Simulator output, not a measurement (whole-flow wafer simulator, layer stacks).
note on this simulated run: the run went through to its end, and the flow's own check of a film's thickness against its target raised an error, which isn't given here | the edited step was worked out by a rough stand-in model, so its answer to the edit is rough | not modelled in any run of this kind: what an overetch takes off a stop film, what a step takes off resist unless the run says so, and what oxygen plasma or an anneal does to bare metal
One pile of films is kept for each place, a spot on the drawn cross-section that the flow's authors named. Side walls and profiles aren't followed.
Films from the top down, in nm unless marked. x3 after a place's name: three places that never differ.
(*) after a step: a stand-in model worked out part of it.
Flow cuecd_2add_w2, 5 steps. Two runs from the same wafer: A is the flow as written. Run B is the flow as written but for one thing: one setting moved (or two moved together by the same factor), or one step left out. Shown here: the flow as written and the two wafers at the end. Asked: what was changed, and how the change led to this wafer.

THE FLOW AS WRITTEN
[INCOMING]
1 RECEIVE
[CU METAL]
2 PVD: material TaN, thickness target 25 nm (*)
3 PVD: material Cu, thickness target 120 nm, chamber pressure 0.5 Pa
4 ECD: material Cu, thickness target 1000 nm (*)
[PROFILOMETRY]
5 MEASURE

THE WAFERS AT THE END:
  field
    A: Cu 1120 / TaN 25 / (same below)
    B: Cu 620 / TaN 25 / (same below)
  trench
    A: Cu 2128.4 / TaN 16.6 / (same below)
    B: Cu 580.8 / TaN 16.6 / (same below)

The cause: step 4, ECD: thickness target 500 nm was run, where the flow has thickness target 1000 nm.

How the change led to this, step by step:
  4 ECD: material Cu, thickness target 1000 nm (*)
      field: A Cu +1000 | B Cu +500
      trench: A Cu +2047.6 | B Cu +500
